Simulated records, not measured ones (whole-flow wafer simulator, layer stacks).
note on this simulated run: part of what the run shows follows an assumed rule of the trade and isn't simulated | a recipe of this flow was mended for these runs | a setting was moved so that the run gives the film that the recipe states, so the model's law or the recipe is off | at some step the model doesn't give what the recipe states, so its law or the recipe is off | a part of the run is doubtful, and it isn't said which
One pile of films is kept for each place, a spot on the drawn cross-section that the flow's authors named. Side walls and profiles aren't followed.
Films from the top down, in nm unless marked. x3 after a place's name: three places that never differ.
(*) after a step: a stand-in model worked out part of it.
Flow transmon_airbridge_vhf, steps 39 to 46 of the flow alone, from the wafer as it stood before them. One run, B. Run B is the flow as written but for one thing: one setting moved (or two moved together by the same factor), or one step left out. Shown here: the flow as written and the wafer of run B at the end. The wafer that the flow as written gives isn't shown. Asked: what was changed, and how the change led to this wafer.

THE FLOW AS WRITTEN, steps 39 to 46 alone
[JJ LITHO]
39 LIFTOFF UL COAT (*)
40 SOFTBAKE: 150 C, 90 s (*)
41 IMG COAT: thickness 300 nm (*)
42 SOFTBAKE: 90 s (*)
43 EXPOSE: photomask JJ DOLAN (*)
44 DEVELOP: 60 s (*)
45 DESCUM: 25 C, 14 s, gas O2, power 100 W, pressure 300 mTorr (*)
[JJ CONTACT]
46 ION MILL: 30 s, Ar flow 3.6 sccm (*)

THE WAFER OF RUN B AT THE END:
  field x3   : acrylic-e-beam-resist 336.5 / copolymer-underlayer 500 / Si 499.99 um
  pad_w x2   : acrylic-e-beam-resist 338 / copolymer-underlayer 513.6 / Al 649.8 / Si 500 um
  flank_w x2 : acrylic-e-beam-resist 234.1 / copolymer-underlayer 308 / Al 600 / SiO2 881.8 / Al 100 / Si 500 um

The cause: step 41, IMG COAT: thickness 372 nm was run, where the flow has thickness 300 nm; step 46, ION MILL: 37.2 s was run, where the flow has 30 s.

How the change led to this, step by step:
  41 IMG COAT: thickness 300 nm (*)
      field x3, jj_line, ground_far x3: acrylic-e-beam-resist +372 (new film) (as written it would be: acrylic-e-beam-resist +300 (new film))
      pad_w x2: acrylic-e-beam-resist +373.5 (new film) (as written it would be: acrylic-e-beam-resist +300.2 (new film))
      (and at 8 more places)
  44 DEVELOP: 60 s (*)
      jj_line: acrylic-e-beam-resist -372 (all of it), copolymer-underlayer -500 (all of it) (as written it would be: acrylic-e-beam-resist -300 (all of it), copolymer-underlayer -500 (all of it))
  46 ION MILL: 30 s, Ar flow 3.6 sccm (*)
      field x3, ground_far x3, pad_w x2, flank_w x2, gap_w x2, cpw_trace, margin_s x2, bridge_strip: acrylic-e-beam-resist -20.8 (as written it would be: acrylic-e-beam-resist -16.8)
      jj_line: Si -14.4 (as written it would be: Si -11.6)
